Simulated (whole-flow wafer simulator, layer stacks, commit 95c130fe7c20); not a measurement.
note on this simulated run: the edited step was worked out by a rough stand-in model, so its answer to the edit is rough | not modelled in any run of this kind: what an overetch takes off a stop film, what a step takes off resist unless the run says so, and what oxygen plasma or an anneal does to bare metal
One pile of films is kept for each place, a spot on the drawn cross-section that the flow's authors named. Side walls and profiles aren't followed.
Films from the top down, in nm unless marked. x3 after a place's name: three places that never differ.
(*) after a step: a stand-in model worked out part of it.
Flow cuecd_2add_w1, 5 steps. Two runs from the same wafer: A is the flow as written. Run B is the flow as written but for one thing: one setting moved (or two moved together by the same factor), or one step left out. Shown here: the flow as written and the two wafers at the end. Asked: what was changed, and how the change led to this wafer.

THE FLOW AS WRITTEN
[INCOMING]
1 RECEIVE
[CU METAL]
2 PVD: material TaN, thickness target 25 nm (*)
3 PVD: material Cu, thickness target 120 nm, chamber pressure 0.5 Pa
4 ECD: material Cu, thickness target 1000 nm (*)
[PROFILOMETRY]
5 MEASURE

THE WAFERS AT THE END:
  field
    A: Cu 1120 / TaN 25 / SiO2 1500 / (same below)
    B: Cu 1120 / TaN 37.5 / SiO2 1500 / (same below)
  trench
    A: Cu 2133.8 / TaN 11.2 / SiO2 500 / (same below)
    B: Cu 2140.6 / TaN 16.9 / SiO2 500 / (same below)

The cause: step 2, PVD: thickness target 37.5 nm was run, where the flow has thickness target 25 nm.
It can be read off the wafer: field has TaN 37.5, and step 2 as written asks for 25 nm.

How the change led to this, step by step:
  2 PVD: material TaN, thickness target 25 nm (*)
      field: A TaN +25 (new film) | B TaN +37.5 (new film)
      trench: A TaN +11.2 (new film) | B TaN +16.9 (new film)
